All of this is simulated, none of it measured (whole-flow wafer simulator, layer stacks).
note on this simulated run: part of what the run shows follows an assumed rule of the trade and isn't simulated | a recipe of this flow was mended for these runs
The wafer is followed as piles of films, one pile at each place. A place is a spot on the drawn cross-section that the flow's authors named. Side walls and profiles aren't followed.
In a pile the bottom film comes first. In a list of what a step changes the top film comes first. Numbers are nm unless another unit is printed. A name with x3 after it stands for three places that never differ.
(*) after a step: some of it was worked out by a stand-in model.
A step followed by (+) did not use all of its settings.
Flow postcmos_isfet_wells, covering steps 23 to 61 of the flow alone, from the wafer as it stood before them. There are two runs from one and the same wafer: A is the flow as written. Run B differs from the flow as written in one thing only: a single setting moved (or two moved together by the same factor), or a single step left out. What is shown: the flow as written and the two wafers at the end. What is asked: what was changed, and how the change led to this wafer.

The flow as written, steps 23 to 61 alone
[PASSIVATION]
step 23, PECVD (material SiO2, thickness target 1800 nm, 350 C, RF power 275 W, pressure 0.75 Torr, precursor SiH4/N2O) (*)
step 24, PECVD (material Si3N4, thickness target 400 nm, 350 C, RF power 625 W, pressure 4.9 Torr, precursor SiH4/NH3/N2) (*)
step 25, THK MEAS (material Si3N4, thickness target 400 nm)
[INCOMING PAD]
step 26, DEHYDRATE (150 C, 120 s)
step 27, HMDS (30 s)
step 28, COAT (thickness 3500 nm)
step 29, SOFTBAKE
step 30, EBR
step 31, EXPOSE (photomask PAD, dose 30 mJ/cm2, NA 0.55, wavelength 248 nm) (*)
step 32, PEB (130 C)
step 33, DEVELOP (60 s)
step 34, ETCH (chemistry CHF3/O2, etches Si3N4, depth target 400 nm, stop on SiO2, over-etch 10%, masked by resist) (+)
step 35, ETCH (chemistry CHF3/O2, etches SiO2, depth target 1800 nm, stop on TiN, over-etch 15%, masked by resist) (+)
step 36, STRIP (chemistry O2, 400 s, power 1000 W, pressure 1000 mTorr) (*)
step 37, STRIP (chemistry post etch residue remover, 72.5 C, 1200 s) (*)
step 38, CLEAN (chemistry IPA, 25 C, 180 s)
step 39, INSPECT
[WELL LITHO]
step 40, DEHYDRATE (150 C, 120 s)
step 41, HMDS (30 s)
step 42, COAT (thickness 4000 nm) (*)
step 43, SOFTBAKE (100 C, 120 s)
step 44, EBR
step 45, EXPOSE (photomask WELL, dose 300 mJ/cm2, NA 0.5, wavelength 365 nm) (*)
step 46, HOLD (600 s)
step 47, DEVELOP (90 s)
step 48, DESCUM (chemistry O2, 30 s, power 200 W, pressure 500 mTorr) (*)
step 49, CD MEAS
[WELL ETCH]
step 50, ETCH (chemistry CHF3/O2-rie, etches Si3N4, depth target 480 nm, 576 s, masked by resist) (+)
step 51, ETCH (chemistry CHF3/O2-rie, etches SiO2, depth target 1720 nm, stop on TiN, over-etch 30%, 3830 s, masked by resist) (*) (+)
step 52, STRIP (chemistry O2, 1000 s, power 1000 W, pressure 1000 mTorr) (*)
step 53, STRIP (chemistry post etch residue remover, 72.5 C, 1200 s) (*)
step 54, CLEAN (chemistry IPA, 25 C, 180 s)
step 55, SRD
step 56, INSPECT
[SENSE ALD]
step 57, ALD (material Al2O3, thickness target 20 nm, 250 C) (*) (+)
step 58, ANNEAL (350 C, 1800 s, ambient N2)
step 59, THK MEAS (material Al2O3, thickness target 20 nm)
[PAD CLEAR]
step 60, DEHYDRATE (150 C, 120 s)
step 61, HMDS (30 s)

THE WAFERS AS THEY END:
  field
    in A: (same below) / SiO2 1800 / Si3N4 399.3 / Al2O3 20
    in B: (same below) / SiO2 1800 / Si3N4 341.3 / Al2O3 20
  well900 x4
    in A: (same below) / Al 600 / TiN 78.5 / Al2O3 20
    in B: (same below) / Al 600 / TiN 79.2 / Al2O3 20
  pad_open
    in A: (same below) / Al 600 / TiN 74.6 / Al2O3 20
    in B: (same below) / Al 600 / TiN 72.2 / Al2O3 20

The reason: step 24, PECVD: thickness target 342 nm was run, whereas the flow has thickness target 400 nm.

Step by step, how the change led to this:
  step 24, PECVD (material Si3N4, thickness target 400 nm, 350 C, RF power 625 W, pressure 4.9 Torr, precursor SiH4/NH3/N2) (*)
      field, margin x2, well900 x4, pad_clr, pad_open: A Si3N4 gains 400 (new film) | B Si3N4 gains 342 (new film)
  step 34, ETCH (chemistry CHF3/O2, etches Si3N4, depth target 400 nm, stop on SiO2, over-etch 10%, masked by resist) (+)
      field, margin x2, well900 x4, pad_clr: A thick-KrF-resist loses 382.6 | B thick-KrF-resist loses 327.1
      pad_open: A Si3N4 loses 400 (all of it), SiO2 loses 20 | B Si3N4 loses 342 (all of it), SiO2 loses 49
  step 35, ETCH (chemistry CHF3/O2, etches SiO2, depth target 1800 nm, stop on TiN, over-etch 15%, masked by resist) (+)
      pad_open: A SiO2 loses 1780 (all of it), TiN loses 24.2 | B SiO2 loses 1751 (all of it), TiN loses 26.6
  step 36, STRIP (chemistry O2, 400 s, power 1000 W, pressure 1000 mTorr) (*)
      field, margin x2, well900 x4, pad_clr: A thick-KrF-resist loses 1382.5 (all of it) | B thick-KrF-resist loses 1465.8 (all of it)
  step 43, SOFTBAKE (100 C, 120 s)
      pad_clr: A thick-g/i-line-resist loses 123 | B thick-g/i-line-resist loses 118.6
  step 50, ETCH (chemistry CHF3/O2-rie, etches Si3N4, depth target 480 nm, 576 s, masked by resist) (+)
      well900 x4: A Si3N4 loses 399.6 (all of it), SiO2 loses 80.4 | B Si3N4 loses 341.6 (all of it), SiO2 loses 138.4
  step 51, ETCH (chemistry CHF3/O2-rie, etches SiO2, depth target 1720 nm, stop on TiN, over-etch 30%, 3830 s, masked by resist) (*) (+)
      well900 x4: A SiO2 loses 1719.6 (all of it), TiN loses 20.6 | B SiO2 loses 1661.6 (all of it), TiN loses 19.9
